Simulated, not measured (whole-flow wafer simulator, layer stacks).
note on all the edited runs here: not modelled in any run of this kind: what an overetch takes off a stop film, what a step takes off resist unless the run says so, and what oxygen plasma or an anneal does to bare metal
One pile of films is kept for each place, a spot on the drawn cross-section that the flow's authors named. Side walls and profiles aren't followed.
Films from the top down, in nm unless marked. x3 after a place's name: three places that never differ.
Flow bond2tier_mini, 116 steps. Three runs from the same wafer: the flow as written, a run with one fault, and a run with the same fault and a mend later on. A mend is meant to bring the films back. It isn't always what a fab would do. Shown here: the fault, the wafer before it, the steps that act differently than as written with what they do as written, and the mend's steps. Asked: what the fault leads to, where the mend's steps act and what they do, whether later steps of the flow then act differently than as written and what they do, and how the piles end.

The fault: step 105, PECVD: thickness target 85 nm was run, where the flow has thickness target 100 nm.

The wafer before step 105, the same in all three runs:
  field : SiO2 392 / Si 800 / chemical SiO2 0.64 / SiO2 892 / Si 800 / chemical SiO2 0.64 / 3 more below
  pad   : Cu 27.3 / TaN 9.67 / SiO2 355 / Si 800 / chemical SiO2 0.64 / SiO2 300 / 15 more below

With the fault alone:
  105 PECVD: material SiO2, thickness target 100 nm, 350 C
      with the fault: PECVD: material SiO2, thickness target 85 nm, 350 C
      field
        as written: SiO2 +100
        with the fault: SiO2 +85
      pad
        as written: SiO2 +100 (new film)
        with the fault: SiO2 +85 (new film)
  Later steps of the flow that act differently than as written (2 more steps differ only slightly, by at most 2% or 0.5 nm, whichever is larger, and aren't shown):
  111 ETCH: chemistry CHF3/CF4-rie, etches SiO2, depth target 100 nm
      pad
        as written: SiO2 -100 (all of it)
        with the fault: SiO2 -85 (all of it), Cu -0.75
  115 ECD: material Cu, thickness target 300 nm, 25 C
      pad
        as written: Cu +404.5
        with the fault: Cu +389.6
  At the end the piles differ from the flow's by more than 2% or 0.5 nm, whichever is larger, at field, pad.
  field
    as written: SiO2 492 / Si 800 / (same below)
    with the fault: SiO2 477 / Si 800 / (same below)
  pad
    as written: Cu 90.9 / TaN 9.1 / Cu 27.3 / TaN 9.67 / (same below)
    with the fault: Cu 76.5 / TaN 9.27 / Cu 26.6 / TaN 9.67 / (same below)

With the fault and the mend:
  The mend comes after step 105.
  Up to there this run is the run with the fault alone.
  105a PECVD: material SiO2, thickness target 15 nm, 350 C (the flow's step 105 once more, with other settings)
      field, pad
        SiO2 +15
  No later step of the flow acts differently than as written at any place that is followed.
  At the end the piles are the same as the flow's at every place that both follow.
